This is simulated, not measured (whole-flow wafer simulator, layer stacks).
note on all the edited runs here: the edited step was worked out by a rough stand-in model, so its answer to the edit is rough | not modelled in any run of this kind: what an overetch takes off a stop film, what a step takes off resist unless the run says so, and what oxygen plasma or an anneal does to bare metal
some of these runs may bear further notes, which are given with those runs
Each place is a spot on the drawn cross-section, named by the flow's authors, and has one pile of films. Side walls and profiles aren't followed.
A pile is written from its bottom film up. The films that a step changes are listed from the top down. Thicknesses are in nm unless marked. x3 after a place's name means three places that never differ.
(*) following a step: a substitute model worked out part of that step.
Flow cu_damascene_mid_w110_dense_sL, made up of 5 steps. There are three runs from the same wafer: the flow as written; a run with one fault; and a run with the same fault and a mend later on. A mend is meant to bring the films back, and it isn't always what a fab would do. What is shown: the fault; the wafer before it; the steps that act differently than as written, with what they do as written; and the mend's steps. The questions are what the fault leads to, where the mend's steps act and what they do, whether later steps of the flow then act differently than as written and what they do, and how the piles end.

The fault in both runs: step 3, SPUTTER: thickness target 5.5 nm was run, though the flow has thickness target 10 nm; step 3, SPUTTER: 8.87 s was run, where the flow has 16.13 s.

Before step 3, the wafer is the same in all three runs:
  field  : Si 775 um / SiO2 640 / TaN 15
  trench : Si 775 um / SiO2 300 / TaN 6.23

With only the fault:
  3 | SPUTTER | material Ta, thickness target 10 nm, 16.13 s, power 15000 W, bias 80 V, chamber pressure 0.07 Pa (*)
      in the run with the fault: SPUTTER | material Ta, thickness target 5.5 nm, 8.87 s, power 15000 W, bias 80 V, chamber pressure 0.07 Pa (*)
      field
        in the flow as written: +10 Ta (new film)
        in the run with the fault: +5.5 Ta (new film)
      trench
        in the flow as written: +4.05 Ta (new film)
        in the run with the fault: +2.22 Ta (new film)
  Later steps of the flow that are run all act as written at every place that is followed, up to a difference of at most 2% or 0.5 nm, whichever is larger.
  The piles end different from the flow's at field, trench by more than 2% or 0.5 nm, whichever is larger.
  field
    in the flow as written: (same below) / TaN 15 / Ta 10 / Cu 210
    in the run with the fault: (same below) / TaN 15 / Ta 5.5 / Cu 210
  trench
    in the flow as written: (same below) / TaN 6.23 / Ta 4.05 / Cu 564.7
    in the run with the fault: (same below) / TaN 6.23 / Ta 2.22 / Cu 562

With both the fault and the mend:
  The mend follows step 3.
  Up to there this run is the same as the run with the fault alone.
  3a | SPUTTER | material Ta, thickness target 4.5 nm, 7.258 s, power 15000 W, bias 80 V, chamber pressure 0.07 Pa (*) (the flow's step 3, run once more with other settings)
      field
        +4.5 Ta
      trench
        +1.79 Ta
  Later steps of the flow that are run all act as written at every place that is followed.
  At the end the piles are close to the flow's at the places that both follow, differing by at most 2% or 0.5 nm, whichever is larger.
